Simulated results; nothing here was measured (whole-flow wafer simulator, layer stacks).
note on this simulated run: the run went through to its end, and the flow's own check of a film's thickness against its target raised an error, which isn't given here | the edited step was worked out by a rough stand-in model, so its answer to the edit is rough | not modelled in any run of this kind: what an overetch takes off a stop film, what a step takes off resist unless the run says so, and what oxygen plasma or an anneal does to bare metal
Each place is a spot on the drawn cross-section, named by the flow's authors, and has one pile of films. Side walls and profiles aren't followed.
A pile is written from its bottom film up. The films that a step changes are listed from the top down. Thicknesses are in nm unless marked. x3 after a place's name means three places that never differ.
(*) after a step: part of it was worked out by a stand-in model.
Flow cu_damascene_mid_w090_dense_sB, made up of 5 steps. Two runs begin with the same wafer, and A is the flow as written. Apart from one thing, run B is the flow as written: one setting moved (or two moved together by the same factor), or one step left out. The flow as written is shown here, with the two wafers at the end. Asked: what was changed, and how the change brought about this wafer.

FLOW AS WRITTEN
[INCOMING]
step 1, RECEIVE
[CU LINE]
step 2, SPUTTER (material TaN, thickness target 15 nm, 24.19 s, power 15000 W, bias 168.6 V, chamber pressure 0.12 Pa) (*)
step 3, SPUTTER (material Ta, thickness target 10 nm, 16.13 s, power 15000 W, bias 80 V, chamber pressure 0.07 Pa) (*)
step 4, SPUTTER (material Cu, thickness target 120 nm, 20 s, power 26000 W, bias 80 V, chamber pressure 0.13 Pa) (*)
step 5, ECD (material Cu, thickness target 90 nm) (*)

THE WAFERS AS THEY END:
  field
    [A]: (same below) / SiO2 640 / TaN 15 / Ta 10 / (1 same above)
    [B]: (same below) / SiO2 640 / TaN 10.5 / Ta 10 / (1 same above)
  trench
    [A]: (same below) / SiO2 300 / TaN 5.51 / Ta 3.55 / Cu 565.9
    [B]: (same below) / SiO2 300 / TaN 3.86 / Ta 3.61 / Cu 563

Cause: step 2, SPUTTER: thickness target 10.5 nm was run, whereas the flow has thickness target 15 nm; step 2, SPUTTER: 16.93 s was run, where the flow has 24.19 s.
The wafer lets one read it off: field has TaN 10.5, and step 2 as written asks for 15 nm.

How this came from the change, step by step:
  step 2, SPUTTER (material TaN, thickness target 15 nm, 24.19 s, power 15000 W, bias 168.6 V, chamber pressure 0.12 Pa) (*)
      field: A TaN gains 15 (new film) | B TaN gains 10.5 (new film)
      trench: A TaN gains 5.51 (new film) | B TaN gains 3.86 (new film)
